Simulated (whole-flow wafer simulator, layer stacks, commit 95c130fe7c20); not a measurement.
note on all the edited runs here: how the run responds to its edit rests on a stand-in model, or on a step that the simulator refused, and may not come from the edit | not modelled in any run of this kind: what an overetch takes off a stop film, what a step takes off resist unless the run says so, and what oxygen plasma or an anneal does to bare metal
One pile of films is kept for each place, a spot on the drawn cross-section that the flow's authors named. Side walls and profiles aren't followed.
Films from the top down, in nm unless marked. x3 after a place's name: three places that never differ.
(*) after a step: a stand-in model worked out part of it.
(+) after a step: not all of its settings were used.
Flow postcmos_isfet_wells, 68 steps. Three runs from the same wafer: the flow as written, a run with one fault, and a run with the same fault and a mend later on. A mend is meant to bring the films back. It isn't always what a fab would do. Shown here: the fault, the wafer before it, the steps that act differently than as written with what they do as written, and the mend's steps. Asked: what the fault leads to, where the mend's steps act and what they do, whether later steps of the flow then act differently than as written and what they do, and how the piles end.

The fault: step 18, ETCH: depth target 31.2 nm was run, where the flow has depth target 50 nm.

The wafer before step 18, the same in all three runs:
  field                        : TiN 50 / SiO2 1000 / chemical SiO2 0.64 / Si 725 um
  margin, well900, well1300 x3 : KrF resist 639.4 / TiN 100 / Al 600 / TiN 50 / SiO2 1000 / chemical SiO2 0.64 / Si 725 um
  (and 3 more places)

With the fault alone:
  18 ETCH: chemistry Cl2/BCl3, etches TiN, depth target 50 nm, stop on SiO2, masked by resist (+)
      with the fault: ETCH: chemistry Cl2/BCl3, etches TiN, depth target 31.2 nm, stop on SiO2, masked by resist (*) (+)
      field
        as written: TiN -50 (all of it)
        with the fault: TiN -31.2
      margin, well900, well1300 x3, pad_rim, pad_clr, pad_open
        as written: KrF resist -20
        with the fault: KrF resist -12.5
  Later steps of the flow that act differently than as written (2 more steps differ only slightly, by at most 2% or 0.5 nm, whichever is larger, and aren't shown):
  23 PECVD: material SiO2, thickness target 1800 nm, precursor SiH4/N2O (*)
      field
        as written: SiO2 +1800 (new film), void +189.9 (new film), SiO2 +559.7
        with the fault: SiO2 +1800 (new film), void +176.1 (new film), SiO2 +555.1 (new film)
  At the end the piles differ from the flow's by more than 2% or 0.5 nm, whichever is larger, at field.
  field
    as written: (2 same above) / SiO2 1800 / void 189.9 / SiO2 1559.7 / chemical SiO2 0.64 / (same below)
    with the fault: (2 same above) / SiO2 1800 / void 176.1 / SiO2 555.1 / TiN 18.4 / SiO2 1000 / chemical SiO2 0.64 / (same below)

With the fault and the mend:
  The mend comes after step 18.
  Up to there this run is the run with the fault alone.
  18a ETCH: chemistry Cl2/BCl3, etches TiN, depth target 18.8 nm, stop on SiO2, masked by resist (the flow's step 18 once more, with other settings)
      margin, well900, well1300 x3, pad_rim, pad_clr, pad_open
        KrF resist -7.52
      field
        TiN -18.8 (all of it)
  No later step of the flow acts differently than as written at any place that is followed.
  At the end the piles are the same as the flow's at every place that both follow.
